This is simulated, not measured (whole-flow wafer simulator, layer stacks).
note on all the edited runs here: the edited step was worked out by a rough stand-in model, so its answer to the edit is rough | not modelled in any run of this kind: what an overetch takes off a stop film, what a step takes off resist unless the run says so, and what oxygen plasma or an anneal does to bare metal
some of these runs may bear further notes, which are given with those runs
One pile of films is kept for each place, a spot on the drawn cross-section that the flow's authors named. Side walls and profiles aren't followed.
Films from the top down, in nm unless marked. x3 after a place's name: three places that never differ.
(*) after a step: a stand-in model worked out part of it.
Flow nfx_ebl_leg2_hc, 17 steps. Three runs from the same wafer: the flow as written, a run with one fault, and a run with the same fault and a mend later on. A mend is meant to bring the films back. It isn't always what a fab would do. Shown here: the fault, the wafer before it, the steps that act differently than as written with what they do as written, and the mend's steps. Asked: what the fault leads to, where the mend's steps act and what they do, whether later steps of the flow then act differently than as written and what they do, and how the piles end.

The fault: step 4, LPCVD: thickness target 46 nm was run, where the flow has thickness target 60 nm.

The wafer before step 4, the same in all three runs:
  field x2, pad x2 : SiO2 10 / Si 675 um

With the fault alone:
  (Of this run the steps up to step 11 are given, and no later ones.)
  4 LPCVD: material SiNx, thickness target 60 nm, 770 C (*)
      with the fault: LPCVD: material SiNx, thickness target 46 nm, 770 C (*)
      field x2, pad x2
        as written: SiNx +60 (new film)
        with the fault: SiNx +46 (new film)
  No later step of the flow up to step 11 acts differently than as written at any place that is followed.
  After step 11 the piles differ from the flow's by more than 2% or 0.5 nm, whichever is larger, at field x2, pad x2.
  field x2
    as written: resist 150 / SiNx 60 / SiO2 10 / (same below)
    with the fault: resist 150 / SiNx 46 / SiO2 10 / (same below)
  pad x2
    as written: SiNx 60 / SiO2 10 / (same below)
    with the fault: SiNx 46 / SiO2 10 / (same below)

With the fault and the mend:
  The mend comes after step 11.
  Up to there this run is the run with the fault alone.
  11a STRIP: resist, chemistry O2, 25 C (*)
      field x2
        resist -150 (all of it)
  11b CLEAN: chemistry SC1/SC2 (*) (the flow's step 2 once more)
      changes no film at any place that is followed
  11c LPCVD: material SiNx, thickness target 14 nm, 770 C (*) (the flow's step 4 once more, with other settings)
      field x2, pad x2
        SiNx +14
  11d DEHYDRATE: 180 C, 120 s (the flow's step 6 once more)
      changes no film at any place that is followed
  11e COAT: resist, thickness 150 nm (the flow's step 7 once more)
      field x2, pad x2
        resist +150 (new film)
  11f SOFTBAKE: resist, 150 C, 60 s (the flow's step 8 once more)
      changes no film at any place that is followed
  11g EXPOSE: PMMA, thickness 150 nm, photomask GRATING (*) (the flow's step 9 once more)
      changes no film at any place that is followed
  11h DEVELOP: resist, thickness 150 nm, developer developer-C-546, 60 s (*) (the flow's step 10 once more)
      pad x2
        resist -150 (all of it)
  No later step of the flow acts differently than as written at any place that is followed.
  At the end the piles are the same as the flow's at every place that both follow.
